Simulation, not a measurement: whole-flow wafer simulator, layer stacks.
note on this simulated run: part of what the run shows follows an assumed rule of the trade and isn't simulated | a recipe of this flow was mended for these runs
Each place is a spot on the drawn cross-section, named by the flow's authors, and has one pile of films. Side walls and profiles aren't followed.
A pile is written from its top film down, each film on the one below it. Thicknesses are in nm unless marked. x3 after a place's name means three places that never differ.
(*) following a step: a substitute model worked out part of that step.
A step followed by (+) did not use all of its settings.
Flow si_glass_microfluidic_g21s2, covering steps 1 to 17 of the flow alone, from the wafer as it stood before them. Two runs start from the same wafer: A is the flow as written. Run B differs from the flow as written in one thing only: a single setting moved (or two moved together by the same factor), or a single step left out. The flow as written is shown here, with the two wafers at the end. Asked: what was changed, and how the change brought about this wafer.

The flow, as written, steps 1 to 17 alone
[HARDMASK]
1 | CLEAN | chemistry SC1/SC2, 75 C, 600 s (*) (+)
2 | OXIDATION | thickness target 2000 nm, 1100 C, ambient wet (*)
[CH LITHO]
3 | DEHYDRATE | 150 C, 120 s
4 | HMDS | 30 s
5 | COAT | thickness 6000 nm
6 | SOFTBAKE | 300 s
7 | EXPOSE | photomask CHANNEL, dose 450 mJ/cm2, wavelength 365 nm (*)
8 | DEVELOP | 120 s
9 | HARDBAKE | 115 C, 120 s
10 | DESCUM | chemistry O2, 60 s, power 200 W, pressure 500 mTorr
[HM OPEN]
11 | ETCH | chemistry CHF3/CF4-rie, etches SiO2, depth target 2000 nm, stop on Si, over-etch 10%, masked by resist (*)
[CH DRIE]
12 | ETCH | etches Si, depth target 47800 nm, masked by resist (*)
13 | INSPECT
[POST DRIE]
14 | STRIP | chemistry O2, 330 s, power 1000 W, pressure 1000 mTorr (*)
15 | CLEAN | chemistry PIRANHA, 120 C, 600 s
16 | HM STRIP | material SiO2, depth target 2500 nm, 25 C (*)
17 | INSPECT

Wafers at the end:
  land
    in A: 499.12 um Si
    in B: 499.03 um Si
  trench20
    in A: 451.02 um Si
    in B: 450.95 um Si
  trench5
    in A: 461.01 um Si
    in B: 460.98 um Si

What caused this: step 2, OXIDATION: 1135 C was run, though the flow has 1100 C.

The path from the change to this, step by step:
  2 | OXIDATION | thickness target 2000 nm, 1100 C, ambient wet (*)
      land, trench20, trench5, trench200: A +2000 SiO2 (new film), -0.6 chemical SiO2 (all of it), -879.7 Si | B +2198.8 SiO2 (new film), -0.6 chemical SiO2 (all of it), -967.2 Si
  11 | ETCH | chemistry CHF3/CF4-rie, etches SiO2, depth target 2000 nm, stop on Si, over-etch 10%, masked by resist (*)
      trench20, trench5, trench200: A -2000 SiO2 (all of it), -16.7 Si | B -2198.8 SiO2 (all of it), -0.1 Si
  12 | ETCH | etches Si, depth target 47800 nm, masked by resist (*)
      trench5: A -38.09 um Si | B -38.05 um Si
      trench200: A -54.08 um Si | B -54.11 um Si
  16 | HM STRIP | material SiO2, depth target 2500 nm, 25 C (*)
      land: A -2000 SiO2 (all of it) | B -2198.8 SiO2 (all of it)
